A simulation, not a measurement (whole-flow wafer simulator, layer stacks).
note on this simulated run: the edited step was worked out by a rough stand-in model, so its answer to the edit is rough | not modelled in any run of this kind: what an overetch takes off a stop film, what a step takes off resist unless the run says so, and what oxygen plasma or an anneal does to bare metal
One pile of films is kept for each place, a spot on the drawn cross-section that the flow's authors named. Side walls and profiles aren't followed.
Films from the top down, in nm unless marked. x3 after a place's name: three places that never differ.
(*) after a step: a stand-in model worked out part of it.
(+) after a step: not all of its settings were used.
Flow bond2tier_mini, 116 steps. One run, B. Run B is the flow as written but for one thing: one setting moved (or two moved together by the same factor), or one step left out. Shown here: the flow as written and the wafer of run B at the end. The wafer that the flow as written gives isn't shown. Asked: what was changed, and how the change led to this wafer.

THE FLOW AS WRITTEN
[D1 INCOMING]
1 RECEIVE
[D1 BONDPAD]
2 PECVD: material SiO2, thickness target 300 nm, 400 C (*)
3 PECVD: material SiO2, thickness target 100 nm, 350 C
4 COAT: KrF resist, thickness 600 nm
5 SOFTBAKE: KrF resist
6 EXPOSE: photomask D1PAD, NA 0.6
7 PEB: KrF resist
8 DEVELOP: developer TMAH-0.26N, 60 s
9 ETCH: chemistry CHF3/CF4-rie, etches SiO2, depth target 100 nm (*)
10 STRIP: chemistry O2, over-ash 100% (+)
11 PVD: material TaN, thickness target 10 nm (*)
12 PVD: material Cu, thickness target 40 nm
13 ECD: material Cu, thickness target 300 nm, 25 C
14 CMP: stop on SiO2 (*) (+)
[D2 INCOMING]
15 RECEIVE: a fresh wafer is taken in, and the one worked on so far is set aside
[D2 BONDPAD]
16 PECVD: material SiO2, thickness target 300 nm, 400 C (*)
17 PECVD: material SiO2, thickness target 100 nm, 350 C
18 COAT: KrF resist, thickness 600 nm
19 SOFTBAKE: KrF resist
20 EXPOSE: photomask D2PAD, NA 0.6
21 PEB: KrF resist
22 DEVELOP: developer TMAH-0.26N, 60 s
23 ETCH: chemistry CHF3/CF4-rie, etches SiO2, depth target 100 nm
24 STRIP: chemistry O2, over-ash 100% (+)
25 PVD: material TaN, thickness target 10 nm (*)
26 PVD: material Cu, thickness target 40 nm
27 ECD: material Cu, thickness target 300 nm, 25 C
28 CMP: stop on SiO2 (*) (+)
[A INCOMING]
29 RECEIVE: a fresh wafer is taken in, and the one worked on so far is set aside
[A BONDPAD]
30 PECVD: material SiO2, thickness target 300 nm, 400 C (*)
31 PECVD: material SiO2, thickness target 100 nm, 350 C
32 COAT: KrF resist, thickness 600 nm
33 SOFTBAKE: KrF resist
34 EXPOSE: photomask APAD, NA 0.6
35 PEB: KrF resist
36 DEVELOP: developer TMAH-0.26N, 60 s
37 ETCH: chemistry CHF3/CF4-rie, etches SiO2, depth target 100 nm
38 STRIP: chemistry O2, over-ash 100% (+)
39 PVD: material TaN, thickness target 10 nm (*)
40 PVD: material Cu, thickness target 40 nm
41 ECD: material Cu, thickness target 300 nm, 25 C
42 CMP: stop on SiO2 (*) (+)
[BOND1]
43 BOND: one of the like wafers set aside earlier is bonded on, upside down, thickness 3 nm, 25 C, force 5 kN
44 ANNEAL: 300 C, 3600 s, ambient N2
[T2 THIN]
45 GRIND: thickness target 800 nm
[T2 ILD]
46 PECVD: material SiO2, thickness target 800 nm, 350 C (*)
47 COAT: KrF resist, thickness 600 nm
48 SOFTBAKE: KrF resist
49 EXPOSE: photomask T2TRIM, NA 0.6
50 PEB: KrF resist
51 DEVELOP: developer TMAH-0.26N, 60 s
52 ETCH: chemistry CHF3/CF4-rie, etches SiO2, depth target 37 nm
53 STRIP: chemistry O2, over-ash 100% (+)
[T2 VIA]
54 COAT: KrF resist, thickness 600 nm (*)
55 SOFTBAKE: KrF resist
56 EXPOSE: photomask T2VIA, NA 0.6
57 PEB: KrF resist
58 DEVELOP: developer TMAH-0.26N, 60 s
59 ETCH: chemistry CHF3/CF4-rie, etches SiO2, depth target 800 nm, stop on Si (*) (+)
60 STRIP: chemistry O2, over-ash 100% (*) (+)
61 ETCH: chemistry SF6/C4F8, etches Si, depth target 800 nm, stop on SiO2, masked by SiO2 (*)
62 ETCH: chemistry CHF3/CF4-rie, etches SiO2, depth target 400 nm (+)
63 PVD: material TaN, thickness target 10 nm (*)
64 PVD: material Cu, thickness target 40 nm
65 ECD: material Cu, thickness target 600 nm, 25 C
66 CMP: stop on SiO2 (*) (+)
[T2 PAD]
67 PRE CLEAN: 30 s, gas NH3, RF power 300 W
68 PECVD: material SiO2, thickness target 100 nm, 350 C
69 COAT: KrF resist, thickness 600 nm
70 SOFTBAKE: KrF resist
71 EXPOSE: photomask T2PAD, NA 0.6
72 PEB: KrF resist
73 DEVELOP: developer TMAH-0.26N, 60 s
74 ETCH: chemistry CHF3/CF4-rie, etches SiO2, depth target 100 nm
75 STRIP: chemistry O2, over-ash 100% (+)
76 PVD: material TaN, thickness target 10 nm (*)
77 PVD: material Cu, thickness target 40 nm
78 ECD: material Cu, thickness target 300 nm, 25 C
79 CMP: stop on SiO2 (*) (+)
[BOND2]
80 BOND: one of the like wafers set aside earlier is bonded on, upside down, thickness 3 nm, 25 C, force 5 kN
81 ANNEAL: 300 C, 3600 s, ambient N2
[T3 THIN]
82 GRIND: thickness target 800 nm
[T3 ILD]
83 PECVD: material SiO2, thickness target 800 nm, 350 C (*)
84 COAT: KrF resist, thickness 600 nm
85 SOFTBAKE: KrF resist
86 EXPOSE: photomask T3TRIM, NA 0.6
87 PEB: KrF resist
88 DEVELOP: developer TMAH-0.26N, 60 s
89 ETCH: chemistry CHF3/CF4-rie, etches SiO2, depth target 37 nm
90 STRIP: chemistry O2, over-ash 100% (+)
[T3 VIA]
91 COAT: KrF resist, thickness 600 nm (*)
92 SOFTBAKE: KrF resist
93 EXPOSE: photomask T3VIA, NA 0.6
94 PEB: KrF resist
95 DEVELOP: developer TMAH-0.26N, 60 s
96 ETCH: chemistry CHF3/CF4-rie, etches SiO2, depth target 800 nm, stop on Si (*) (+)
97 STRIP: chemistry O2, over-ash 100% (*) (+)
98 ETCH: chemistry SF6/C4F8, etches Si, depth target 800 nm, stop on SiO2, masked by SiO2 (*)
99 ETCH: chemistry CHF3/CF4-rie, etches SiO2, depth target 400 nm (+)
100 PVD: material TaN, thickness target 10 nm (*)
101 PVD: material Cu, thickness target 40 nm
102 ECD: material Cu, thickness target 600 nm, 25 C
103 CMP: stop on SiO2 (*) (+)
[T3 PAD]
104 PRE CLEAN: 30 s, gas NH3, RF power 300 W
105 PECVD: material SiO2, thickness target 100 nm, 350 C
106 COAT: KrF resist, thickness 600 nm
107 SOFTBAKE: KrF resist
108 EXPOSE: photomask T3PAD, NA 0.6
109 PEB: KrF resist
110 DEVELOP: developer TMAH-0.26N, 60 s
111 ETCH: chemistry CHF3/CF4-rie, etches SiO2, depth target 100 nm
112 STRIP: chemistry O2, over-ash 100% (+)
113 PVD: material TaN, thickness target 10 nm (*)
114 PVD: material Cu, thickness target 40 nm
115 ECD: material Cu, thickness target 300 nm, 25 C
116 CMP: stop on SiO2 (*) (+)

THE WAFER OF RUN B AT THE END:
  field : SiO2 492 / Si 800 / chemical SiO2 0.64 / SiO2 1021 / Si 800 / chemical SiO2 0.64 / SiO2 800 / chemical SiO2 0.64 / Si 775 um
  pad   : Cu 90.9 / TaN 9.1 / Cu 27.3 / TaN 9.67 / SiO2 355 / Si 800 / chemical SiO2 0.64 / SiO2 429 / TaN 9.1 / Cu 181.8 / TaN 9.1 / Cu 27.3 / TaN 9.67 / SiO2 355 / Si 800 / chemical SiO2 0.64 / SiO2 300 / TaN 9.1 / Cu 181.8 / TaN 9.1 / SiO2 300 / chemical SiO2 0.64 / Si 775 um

The cause: step 16, PECVD: thickness target 429 nm was run, where the flow has thickness target 300 nm.
It can be read off the wafer: pad has SiO2 429, and step 16 as written asks for 300 nm.

How the change led to this, step by step:
  16 PECVD: material SiO2, thickness target 300 nm, 400 C (*)
      field, pad, via: SiO2 +429 (new film) (as written it would be: SiO2 +300 (new film))
  80 BOND: one of the like wafers set aside earlier is bonded on, upside down, thickness 3 nm, 25 C, force 5 kN
      field: Si +775 um (new film), chemical SiO2 +0.64 (new film), SiO2 +529 (as written it would be: Si +775 um (new film), chemical SiO2 +0.64 (new film), SiO2 +400)
      pad: Si +775 um (new film), chemical SiO2 +0.64 (new film), SiO2 +429 (new film), TaN +9.1 (new film), Cu +90.9 (as written it would be: Si +775 um (new film), chemical SiO2 +0.64 (new film), SiO2 +300 (new film), TaN +9.1 (new film), Cu +90.9)
